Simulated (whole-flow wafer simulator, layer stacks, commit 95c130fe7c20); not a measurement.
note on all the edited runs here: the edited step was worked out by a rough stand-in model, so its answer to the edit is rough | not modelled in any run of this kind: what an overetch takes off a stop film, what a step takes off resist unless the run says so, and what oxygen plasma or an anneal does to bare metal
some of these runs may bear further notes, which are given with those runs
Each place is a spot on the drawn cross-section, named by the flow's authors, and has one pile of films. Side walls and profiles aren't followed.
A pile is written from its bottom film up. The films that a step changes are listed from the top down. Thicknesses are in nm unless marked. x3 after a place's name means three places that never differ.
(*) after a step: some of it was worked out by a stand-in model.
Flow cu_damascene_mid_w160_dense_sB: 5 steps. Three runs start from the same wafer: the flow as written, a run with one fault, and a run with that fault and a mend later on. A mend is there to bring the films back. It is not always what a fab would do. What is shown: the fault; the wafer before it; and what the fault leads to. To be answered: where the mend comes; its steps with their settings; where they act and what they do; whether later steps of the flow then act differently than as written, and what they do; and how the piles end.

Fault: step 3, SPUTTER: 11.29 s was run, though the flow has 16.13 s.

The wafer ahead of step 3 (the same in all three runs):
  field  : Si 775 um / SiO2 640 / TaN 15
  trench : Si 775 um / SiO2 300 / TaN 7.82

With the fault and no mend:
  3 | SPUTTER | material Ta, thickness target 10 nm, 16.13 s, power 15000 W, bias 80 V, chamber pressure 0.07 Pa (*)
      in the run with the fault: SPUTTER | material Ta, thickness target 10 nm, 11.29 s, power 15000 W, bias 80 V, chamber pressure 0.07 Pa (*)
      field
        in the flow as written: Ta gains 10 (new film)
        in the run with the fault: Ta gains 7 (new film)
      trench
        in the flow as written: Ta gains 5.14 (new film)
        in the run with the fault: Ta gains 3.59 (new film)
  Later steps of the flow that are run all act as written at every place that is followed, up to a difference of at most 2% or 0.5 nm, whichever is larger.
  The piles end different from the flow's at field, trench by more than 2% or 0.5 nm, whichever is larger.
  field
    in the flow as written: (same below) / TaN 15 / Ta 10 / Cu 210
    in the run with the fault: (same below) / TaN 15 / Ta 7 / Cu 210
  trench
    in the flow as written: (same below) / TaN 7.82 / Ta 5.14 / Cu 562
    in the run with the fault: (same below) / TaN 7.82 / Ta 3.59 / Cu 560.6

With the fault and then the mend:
  The mend stands after step 3.
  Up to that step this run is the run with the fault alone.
  3a | SPUTTER | material Ta, thickness target 10 nm, 4.84 s, power 15000 W, bias 80 V, chamber pressure 0.07 Pa (*) (a further turn of the flow's step 3, with different settings)
      field
        Ta gains 3
      trench
        Ta gains 1.51
  Later steps of the flow that are run all act as written at every place that is followed, up to a difference of at most 2% or 0.5 nm, whichever is larger.
  When the end is reached, the piles differ only a little from the flow's at the places that both follow, at most by 2% or 0.5 nm, whichever is larger.
